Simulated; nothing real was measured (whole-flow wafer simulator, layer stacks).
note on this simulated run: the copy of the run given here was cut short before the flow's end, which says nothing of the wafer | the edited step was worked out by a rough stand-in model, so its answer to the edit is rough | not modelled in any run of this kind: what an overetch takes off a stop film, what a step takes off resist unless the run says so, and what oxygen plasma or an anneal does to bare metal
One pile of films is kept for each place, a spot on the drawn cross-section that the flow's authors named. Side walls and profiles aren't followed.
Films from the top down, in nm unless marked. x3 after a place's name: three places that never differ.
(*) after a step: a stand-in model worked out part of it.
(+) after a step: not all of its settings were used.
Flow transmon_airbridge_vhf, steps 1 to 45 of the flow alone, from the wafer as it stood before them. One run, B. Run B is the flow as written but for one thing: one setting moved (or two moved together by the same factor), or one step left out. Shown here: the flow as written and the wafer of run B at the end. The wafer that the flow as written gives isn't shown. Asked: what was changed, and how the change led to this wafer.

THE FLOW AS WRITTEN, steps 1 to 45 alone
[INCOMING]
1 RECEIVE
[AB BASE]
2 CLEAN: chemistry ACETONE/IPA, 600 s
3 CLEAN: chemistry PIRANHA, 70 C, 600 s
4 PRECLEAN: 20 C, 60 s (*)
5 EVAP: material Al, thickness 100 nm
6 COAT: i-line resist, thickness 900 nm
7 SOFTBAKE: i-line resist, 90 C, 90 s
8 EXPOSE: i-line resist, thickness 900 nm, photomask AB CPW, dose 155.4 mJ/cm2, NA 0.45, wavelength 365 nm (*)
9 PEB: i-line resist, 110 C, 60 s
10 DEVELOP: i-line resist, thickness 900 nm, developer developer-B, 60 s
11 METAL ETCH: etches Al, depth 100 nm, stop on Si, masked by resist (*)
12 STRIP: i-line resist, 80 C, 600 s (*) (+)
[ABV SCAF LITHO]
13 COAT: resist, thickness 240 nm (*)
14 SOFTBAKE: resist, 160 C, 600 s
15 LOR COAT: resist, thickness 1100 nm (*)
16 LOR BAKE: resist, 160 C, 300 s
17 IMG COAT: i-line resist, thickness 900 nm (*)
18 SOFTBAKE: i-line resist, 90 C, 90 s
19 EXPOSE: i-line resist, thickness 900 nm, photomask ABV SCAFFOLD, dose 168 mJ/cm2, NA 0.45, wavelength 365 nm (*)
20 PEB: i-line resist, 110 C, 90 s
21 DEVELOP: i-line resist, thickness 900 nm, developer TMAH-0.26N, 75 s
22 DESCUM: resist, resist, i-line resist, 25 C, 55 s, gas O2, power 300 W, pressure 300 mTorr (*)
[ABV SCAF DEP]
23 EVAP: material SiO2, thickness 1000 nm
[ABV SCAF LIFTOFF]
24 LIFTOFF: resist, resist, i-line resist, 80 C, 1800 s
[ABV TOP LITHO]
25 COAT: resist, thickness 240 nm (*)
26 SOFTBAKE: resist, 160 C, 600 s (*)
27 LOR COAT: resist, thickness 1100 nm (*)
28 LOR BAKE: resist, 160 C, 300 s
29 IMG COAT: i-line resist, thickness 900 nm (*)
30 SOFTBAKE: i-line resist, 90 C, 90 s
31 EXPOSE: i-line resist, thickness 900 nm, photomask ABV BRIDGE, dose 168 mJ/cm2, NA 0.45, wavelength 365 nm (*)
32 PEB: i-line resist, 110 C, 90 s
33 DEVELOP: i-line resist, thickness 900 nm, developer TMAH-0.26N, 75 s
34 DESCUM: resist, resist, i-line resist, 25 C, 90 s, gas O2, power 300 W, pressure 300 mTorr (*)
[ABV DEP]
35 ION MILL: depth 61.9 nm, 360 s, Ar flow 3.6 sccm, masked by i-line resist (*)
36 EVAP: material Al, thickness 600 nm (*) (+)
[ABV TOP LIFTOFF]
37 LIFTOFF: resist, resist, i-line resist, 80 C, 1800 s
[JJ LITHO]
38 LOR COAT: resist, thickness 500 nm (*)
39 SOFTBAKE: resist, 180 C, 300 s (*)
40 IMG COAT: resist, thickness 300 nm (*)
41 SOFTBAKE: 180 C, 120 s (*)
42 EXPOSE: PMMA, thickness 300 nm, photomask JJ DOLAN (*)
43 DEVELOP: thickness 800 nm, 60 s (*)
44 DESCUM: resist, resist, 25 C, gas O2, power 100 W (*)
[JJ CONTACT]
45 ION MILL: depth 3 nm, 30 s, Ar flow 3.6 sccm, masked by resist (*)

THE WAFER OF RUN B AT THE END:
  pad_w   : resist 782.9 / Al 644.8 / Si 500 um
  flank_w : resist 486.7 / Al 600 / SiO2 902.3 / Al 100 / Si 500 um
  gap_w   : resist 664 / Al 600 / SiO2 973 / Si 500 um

The cause: step 35, ION MILL: 270 s was run, where the flow has 360 s.

How the change led to this, step by step:
  35 ION MILL: depth 61.9 nm, 360 s, Ar flow 3.6 sccm, masked by i-line resist (*)
      field x3, jj_line, ground_far, trace_open_s x2, margin_s, margin_n: i-line resist -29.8 (as written it would be: i-line resist -39.7)
      flank_w, gap_w, cpw_trace, gap_e, flank_e, bridge_strip: SiO2 -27 (as written it would be: SiO2 -36)
      (and at 2 more places)
  37 LIFTOFF: resist, resist, i-line resist, 80 C, 1800 s
      margin_s, margin_n: Al -600 (all of it), i-line resist -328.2 (all of it), resist -992 (all of it) (as written it would be: Al -600 (all of it), i-line resist -318.3 (all of it), resist -992 (all of it))
